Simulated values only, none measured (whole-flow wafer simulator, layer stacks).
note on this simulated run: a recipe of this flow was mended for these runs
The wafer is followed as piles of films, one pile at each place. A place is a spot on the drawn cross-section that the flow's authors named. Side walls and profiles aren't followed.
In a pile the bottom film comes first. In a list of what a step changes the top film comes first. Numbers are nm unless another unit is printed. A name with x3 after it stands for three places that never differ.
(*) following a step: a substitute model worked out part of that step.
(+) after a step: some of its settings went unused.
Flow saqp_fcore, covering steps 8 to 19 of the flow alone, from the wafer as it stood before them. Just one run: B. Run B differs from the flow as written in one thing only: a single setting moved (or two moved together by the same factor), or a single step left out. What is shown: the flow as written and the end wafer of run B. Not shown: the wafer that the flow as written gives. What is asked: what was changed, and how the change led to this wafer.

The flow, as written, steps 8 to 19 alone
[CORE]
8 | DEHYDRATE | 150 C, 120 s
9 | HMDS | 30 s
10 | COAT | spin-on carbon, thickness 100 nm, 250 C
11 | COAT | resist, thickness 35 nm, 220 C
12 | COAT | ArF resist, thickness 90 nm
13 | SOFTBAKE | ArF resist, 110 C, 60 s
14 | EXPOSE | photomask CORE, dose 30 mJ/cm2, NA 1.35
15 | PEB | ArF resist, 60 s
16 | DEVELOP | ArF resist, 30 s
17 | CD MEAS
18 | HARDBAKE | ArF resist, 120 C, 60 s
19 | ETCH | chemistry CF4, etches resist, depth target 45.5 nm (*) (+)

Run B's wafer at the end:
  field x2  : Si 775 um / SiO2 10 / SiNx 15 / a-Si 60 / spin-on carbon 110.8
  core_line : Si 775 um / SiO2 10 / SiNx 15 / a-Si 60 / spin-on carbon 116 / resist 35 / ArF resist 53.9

Cause: step 10, COAT: thickness 116 nm was run, though the flow has thickness 100 nm.
The wafer lets one read it off: core_line has spin-on carbon 116, and step 10 as written asks for 100 nm.

The path from the change to this, step by step:
  10 | COAT | spin-on carbon, thickness 100 nm, 250 C
      field x2, core_line: +116 spin-on carbon (new film) (in the flow as written it would be: +100 spin-on carbon (new film))
